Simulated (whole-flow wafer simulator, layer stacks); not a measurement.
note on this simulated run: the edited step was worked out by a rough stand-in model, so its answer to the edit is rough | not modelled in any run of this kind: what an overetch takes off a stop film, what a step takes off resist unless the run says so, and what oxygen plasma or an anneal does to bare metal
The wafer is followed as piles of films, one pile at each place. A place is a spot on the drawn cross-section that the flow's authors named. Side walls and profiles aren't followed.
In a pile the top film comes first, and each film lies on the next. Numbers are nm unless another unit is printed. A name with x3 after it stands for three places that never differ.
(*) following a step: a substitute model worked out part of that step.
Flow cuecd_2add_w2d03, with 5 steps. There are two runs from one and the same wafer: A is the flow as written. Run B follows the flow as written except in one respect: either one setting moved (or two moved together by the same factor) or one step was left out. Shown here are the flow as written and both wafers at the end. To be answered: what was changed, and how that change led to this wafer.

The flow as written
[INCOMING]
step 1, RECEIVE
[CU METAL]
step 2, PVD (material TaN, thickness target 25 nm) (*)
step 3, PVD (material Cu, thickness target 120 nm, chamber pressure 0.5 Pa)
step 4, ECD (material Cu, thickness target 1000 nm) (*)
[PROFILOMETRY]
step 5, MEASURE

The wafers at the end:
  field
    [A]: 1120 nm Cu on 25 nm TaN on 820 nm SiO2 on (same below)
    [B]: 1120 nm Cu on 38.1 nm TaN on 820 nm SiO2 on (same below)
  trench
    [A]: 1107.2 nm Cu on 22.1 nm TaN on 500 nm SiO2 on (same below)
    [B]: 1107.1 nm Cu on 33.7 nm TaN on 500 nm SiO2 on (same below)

What caused this: step 2, PVD: thickness target 38.1 nm was run, while the flow as written has thickness target 25 nm.
The wafer lets one read it off: field has TaN 38.1, and step 2 as written asks for 25 nm.

Step by step, how the change led to this:
  step 2, PVD (material TaN, thickness target 25 nm) (*)
      field: A +25 TaN (new film) | B +38.1 TaN (new film)
      trench: A +22.1 TaN (new film) | B +33.7 TaN (new film)
